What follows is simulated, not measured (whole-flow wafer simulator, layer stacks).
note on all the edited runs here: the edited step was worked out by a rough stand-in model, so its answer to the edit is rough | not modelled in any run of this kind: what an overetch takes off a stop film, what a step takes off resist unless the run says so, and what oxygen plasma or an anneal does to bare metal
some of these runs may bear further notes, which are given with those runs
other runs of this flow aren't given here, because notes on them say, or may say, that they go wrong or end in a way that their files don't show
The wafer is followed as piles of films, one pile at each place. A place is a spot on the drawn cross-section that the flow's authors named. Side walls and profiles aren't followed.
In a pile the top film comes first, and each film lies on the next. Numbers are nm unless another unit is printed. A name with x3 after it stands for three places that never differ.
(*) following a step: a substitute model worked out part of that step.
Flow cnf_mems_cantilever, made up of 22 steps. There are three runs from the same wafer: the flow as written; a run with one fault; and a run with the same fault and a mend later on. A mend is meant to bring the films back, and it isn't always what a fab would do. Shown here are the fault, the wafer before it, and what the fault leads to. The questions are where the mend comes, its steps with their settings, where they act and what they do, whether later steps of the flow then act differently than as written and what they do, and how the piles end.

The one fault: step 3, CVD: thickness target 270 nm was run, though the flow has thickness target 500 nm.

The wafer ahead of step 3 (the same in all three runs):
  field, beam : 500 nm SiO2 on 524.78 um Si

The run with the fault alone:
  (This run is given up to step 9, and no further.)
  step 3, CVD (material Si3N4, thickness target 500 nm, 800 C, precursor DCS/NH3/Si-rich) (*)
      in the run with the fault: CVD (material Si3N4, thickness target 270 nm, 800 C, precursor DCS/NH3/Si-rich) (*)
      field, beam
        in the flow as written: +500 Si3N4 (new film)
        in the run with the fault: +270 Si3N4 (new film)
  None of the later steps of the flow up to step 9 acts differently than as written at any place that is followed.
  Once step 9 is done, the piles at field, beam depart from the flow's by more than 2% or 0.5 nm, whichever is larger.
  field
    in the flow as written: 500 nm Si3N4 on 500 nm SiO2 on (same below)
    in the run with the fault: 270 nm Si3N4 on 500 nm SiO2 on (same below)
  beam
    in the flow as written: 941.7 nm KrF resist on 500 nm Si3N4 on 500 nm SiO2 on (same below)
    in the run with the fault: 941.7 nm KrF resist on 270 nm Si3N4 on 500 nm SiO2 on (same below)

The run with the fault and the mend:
  The mend stands after step 9.
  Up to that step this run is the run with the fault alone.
  step 9a, STRIP (chemistry O2, power 800 W) (*)
      beam
        -941.7 KrF resist (all of it)
  step 9b, CLEAN (chemistry SC1/SC2) (*) (a further turn of the flow's step 1)
      leaves every film unchanged at each place that is followed
  step 9c, CVD (material Si3N4, thickness target 230 nm, 800 C, precursor DCS/NH3/Si-rich) (*) (a further turn of the flow's step 3, with different settings)
      field, beam
        +230 Si3N4
  step 9d, HMDS (a further turn of the flow's step 4)
      leaves every film unchanged at each place that is followed
  step 9e, COAT (KrF resist, thickness 1000 nm) (a further turn of the flow's step 5)
      field, beam
        +1000 KrF resist (new film)
  step 9f, SOFTBAKE (KrF resist) (a further turn of the flow's step 6)
      leaves every film unchanged at each place that is followed
  step 9g, EXPOSE (photomask CANTILEVER) (a further turn of the flow's step 7)
      leaves every film unchanged at each place that is followed
  step 9h, PEB (KrF resist, 135 C, 90 s) (a further turn of the flow's step 8)
      field, beam
        -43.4 KrF resist
  step 9i, DEVELOP (developer TMAH-0.26N, 60 s) (a further turn of the flow's step 9)
      field
        -956.6 KrF resist (all of it)
      beam
        -14.9 KrF resist
  None of the later steps of the flow acts differently than as written at any place that is followed.
  The piles end the same as the flow's at every place that both follow.
